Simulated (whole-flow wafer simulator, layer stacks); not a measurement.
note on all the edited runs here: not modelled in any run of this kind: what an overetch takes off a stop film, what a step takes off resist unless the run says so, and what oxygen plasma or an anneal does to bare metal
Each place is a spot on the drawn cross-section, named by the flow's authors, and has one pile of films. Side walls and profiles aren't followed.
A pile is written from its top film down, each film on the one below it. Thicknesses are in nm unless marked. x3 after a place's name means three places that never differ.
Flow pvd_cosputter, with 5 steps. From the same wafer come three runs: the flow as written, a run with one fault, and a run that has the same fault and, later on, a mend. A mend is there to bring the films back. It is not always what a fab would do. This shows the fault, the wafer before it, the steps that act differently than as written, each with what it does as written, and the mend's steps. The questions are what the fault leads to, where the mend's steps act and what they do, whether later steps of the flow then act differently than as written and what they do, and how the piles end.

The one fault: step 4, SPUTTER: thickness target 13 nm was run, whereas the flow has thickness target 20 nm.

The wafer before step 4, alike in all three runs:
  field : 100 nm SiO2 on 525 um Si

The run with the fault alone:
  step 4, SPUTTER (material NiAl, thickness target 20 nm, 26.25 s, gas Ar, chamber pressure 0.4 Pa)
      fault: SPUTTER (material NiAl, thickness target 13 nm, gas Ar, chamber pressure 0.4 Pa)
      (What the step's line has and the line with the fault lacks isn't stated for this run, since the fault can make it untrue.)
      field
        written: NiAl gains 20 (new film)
        fault: NiAl gains 13 (new film)
  Every later step of the flow that is run acts as written at every place that is followed.
  The piles end different from the flow's at field by more than 2% or 0.5 nm, whichever is larger.
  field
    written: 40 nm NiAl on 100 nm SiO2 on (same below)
    fault: 33 nm NiAl on 100 nm SiO2 on (same below)

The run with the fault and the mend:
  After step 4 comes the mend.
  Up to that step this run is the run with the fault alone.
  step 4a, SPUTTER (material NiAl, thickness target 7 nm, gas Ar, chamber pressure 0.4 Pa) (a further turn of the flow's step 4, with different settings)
      field
        NiAl gains 7
  Every later step of the flow that is run acts as written at every place that is followed.
  The piles end the same as the flow's at every place that both follow.
